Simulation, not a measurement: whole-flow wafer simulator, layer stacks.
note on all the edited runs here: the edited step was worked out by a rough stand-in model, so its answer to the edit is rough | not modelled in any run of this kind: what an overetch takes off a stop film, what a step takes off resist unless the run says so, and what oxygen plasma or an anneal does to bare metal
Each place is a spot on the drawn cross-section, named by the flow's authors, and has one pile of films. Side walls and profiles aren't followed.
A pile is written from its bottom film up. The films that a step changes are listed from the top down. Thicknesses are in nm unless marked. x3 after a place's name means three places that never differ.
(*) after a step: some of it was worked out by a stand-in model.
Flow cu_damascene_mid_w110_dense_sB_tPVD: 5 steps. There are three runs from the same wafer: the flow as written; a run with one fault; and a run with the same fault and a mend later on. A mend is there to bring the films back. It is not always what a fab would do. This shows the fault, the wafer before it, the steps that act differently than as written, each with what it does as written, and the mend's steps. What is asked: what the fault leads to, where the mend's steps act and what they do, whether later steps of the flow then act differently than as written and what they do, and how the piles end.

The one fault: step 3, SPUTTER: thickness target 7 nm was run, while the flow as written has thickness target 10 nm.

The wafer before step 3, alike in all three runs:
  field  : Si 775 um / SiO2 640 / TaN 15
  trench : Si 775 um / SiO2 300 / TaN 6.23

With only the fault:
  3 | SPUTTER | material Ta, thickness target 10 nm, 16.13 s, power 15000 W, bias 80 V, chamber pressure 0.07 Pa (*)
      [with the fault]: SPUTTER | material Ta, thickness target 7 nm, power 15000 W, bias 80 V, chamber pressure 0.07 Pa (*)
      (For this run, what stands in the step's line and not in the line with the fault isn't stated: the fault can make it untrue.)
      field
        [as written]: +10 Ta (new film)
        [with the fault]: +7 Ta (new film)
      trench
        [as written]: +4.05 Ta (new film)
        [with the fault]: +2.83 Ta (new film)
  Later steps of the flow that are run all act as written at every place that is followed, up to a difference of at most 2% or 0.5 nm, whichever is larger.
  At field, trench, the piles at the end differ from the flow's by more than 2% or 0.5 nm, whichever is larger.
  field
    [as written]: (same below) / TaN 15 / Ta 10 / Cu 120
    [with the fault]: (same below) / TaN 15 / Ta 7 / Cu 120
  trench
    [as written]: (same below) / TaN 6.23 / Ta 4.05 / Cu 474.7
    [with the fault]: (same below) / TaN 6.23 / Ta 2.83 / Cu 472.9

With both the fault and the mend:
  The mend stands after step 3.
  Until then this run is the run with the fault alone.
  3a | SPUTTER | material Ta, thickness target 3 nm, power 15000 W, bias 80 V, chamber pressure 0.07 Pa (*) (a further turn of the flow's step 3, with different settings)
      field
        +3 Ta
      trench
        +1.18 Ta
  Later steps of the flow that are run all act as written at every place that is followed, up to a difference of at most 2% or 0.5 nm, whichever is larger.
  At the end the piles are close to the flow's at the places that both follow, differing by at most 2% or 0.5 nm, whichever is larger.
